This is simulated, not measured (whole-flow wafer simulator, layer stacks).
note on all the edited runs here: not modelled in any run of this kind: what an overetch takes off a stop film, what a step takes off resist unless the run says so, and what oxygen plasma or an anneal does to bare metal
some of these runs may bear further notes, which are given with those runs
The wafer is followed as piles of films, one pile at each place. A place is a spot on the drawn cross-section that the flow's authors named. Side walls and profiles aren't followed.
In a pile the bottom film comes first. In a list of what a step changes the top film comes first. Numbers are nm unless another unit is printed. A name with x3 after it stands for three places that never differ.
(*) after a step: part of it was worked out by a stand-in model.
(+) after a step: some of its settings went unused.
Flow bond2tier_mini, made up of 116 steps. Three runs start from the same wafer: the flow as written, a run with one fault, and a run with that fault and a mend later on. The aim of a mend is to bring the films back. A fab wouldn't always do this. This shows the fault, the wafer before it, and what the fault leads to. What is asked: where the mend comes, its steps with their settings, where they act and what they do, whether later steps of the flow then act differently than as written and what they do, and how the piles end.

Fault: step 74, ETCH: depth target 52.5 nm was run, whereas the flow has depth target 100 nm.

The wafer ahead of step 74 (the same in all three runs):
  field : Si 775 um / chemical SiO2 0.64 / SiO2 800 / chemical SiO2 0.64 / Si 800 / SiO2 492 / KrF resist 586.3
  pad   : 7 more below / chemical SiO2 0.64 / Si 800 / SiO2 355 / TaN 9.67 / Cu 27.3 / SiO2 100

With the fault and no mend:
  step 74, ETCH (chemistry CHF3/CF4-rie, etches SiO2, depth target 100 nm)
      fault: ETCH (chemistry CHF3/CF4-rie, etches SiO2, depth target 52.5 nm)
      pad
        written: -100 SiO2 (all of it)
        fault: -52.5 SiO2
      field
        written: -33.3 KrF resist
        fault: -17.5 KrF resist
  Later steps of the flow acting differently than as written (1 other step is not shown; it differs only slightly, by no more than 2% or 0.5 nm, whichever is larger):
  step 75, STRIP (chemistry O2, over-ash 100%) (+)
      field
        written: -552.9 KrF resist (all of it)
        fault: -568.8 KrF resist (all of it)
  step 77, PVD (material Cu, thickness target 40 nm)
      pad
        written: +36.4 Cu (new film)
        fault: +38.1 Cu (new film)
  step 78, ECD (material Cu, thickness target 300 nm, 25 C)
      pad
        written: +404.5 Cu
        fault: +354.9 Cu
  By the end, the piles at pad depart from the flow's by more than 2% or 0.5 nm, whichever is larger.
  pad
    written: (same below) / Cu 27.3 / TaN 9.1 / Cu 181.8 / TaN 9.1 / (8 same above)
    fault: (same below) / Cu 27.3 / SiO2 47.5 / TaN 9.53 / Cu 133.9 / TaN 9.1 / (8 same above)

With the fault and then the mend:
  The mend follows step 75.
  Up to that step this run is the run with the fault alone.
  step 75a, COAT (KrF resist, thickness 600 nm) (*) (the flow's step 69, run once more)
      field
        +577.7 KrF resist (new film)
      pad
        +623.2 KrF resist (new film)
  step 75b, SOFTBAKE (KrF resist) (the flow's step 70, run once more)
      does not change any film at any place that is followed
  step 75c, EXPOSE (photomask T2PAD, NA 0.6) (the flow's step 71, run once more)
      does not change any film at any place that is followed
  step 75d, PEB (KrF resist) (the flow's step 72, run once more)
      does not change any film at any place that is followed
  step 75e, DEVELOP (developer TMAH-0.26N, 60 s) (the flow's step 73, run once more)
      field
        -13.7 KrF resist
      pad
        -623.2 KrF resist (all of it)
  step 75f, ETCH (chemistry CHF3/CF4-rie, etches SiO2, depth target 47.5 nm) (the flow's step 74, run once more with other settings)
      field
        -15.8 KrF resist
      pad
        -47.5 SiO2 (all of it)
  step 75g, STRIP (chemistry O2, over-ash 100%) (+) (the flow's step 75, run once more)
      field
        -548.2 KrF resist (all of it)
  Later steps of the flow that are run all act as written at every place that is followed.
  At every place that both follow, the piles at the end match the flow's.
